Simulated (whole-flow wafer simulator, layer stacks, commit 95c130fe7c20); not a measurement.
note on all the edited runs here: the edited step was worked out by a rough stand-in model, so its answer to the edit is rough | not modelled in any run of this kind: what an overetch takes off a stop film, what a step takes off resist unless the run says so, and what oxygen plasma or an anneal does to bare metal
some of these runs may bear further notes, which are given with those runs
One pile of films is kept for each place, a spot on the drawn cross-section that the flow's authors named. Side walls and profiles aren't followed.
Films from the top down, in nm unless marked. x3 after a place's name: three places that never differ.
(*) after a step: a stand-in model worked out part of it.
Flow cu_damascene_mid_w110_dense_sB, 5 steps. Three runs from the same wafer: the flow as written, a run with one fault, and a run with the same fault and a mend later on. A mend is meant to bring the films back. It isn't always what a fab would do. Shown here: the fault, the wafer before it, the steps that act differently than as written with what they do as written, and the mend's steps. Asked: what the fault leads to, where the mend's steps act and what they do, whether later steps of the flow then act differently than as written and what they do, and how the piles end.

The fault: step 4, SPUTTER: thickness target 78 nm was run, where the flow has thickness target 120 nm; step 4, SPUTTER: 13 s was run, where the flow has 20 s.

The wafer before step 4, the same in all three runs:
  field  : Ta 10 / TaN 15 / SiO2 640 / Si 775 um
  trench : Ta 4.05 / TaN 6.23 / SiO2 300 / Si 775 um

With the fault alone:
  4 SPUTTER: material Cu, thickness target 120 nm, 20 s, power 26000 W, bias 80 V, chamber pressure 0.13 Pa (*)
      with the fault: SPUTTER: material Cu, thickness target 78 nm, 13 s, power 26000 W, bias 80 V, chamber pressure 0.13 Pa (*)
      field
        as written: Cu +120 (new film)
        with the fault: Cu +78 (new film)
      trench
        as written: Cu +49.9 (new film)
        with the fault: Cu +32.5 (new film)
  Later steps of the flow that act differently than as written:
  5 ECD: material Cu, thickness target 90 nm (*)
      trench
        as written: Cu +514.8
        with the fault: Cu +490.3
  At the end the piles differ from the flow's by more than 2% or 0.5 nm, whichever is larger, at field, trench.
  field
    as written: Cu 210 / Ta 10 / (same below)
    with the fault: Cu 168 / Ta 10 / (same below)
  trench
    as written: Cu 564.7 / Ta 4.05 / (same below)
    with the fault: Cu 522.7 / Ta 4.05 / (same below)

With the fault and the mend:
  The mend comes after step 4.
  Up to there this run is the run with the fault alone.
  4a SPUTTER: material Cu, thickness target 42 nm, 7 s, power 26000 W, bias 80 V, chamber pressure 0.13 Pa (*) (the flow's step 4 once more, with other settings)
      field
        Cu +42
      trench
        Cu +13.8
  No later step of the flow acts differently than as written, at any place that is followed, by more than 2% or 0.5 nm, whichever is larger.
  At the end the piles are the same as the flow's at every place that both follow.
